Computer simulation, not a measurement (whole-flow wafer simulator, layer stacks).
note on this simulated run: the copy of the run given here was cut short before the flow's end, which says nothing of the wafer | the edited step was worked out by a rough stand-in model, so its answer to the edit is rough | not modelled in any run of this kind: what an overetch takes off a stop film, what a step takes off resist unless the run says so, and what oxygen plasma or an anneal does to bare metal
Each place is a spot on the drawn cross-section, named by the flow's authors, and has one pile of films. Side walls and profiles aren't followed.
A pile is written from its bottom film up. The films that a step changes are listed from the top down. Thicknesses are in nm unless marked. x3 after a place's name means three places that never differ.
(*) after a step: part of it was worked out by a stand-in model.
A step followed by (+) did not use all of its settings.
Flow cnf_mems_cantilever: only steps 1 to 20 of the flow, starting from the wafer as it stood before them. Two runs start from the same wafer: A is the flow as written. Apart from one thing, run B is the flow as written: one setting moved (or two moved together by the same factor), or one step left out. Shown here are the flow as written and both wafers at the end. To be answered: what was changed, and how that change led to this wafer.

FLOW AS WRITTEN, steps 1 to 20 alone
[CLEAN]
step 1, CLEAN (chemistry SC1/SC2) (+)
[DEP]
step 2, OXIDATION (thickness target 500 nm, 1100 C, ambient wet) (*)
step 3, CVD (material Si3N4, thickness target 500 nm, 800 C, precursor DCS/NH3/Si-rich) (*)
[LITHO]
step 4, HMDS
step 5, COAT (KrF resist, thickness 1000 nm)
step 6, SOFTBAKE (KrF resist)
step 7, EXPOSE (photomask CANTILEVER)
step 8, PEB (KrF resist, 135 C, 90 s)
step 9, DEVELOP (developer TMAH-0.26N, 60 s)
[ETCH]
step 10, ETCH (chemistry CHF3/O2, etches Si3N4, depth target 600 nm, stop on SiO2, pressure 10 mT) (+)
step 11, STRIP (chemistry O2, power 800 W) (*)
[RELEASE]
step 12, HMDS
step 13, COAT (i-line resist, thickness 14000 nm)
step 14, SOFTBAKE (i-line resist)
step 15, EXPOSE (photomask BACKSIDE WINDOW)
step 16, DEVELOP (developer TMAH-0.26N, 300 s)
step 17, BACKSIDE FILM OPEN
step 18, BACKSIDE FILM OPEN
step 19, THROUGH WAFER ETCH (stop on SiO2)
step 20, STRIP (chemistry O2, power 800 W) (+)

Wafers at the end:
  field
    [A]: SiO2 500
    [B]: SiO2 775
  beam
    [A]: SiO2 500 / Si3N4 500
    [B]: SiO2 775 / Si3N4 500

What caused this: step 2, OXIDATION: thickness target 775 nm was run, whereas the flow has thickness target 500 nm.
The wafer itself shows it: field has SiO2 775, and step 2 as written asks for 500 nm.

The path from the change to this, step by step:
  step 2, OXIDATION (thickness target 500 nm, 1100 C, ambient wet) (*)
      field, beam: A +500 SiO2 (new film), -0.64 chemical SiO2 (all of it), -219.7 Si | B +775 SiO2 (new film), -0.64 chemical SiO2 (all of it), -340.7 Si
  step 19, THROUGH WAFER ETCH (stop on SiO2)
      field: A under 1 film: -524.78 um Si (all of it) | B under 1 film: -524.66 um Si (all of it)
      beam: A under 2 films: -524.78 um Si (all of it) | B under 2 films: -524.66 um Si (all of it)
